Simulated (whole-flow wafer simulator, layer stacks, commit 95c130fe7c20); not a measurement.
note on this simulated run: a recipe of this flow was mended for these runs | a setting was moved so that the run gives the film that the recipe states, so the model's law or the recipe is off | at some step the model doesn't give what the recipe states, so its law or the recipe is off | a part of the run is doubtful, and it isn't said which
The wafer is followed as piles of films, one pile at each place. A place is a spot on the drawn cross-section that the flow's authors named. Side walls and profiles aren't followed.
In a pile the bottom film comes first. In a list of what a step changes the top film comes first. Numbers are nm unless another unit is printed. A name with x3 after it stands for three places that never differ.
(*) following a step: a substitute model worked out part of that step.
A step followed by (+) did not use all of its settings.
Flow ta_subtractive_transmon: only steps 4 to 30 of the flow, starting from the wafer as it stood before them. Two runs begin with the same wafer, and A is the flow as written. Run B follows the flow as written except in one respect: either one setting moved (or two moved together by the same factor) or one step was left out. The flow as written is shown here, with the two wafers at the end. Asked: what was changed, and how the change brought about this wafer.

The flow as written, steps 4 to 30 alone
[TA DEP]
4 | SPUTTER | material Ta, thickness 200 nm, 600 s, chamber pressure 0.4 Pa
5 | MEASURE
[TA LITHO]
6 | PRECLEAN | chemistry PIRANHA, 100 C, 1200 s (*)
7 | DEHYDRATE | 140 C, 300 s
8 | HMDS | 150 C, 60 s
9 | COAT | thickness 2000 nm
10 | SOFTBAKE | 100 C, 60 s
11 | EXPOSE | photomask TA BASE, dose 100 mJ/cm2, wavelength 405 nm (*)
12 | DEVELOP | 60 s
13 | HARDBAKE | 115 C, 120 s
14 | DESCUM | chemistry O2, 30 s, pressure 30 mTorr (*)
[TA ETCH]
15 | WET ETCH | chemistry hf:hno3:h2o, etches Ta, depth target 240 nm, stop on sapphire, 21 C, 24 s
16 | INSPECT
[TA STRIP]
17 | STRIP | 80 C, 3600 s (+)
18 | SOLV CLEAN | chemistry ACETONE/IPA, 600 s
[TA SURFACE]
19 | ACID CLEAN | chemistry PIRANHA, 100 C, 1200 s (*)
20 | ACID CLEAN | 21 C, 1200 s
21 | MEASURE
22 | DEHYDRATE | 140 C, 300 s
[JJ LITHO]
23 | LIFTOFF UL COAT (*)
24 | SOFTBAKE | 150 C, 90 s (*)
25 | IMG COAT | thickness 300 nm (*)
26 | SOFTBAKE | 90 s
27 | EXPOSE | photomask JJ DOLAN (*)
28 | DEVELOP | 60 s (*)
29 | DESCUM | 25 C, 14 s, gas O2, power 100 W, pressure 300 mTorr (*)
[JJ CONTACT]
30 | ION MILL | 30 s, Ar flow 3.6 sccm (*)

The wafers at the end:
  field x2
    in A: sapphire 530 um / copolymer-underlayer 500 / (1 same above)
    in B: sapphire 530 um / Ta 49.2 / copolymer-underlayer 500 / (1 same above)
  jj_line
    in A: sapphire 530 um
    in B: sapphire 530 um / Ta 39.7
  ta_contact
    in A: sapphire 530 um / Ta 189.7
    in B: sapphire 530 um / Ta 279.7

What caused this: step 4, SPUTTER: thickness 290 nm was run, whereas the flow has thickness 200 nm; step 4, SPUTTER: 870 s was run, where the flow has 600 s.

How this came from the change, step by step:
  4 | SPUTTER | material Ta, thickness 200 nm, 600 s, chamber pressure 0.4 Pa
      field x2, jj_line, lead, ta_contact, ta_pad: A +200 Ta (new film) | B +290 Ta (new film)
  15 | WET ETCH | chemistry hf:hno3:h2o, etches Ta, depth target 240 nm, stop on sapphire, 21 C, 24 s
      field x2, jj_line, lead: A -199.7 Ta (all of it) | B -240 Ta
  23 | LIFTOFF UL COAT (*)
      ta_contact: A +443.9 copolymer-underlayer (new film) | B +433.7 copolymer-underlayer (new film)
  28 | DEVELOP | 60 s (*)
      ta_contact: A -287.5 acrylic-e-beam-resist (all of it), -443.9 copolymer-underlayer (all of it) | B -284.7 acrylic-e-beam-resist (all of it), -433.7 copolymer-underlayer (all of it)
  30 | ION MILL | 30 s, Ar flow 3.6 sccm (*)
      jj_line, lead: A -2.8 sapphire | B -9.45 Ta
Taking metal films that touch as one body, field x2 has 1 body; the flow as written gives 0 bodies.
Taking metal films that touch as one body, jj_line has 1 body; the flow as written gives 0 bodies.
